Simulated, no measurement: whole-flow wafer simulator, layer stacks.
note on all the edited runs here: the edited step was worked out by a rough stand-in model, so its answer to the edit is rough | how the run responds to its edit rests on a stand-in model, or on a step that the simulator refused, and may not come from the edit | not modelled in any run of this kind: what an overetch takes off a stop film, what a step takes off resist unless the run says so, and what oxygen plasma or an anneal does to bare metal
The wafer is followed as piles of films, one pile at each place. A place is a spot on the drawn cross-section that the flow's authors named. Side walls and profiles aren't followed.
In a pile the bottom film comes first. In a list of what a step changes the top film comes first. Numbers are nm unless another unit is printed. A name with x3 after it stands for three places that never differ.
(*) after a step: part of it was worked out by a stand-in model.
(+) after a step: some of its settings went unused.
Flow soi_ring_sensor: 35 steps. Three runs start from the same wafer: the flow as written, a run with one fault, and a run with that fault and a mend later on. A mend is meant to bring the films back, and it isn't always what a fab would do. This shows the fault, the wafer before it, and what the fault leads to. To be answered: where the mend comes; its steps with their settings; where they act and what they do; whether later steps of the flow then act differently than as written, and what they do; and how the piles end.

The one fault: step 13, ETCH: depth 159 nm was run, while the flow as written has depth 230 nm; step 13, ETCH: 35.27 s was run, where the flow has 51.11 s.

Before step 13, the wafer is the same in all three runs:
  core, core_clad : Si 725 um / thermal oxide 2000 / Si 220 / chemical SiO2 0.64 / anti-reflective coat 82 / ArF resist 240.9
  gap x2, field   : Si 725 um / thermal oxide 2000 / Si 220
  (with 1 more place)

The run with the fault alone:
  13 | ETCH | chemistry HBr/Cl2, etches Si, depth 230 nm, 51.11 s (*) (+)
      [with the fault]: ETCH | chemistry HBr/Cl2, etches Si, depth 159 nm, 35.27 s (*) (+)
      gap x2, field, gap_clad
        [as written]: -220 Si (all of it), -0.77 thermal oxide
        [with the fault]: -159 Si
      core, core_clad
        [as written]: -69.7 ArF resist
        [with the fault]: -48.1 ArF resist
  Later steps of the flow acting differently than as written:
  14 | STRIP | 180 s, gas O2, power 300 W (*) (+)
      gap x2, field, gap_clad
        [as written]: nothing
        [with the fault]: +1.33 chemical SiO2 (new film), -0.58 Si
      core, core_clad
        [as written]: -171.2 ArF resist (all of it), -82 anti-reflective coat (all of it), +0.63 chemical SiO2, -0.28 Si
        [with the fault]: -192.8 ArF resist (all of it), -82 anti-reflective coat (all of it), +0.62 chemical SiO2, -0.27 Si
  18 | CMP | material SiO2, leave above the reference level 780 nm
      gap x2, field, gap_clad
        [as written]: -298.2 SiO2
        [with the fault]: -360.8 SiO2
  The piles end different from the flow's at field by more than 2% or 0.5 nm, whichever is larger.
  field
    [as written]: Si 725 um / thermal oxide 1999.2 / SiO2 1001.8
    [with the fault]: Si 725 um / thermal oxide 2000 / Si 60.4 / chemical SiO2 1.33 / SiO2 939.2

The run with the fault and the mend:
  The mend stands after step 13.
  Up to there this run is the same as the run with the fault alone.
  13a | ETCH | chemistry HBr/Cl2, etches Si, depth 71 nm, 15.78 s (*) (+) (a further turn of the flow's step 13, with different settings)
      gap x2, field, gap_clad
        -61 Si (all of it), -0.77 thermal oxide
      core, core_clad
        -21.5 ArF resist
  Every later step of the flow that is run acts as written, at every place that is followed, to within 2% or 0.5 nm, whichever is larger.
  The piles end the same as the flow's at every place that both follow.
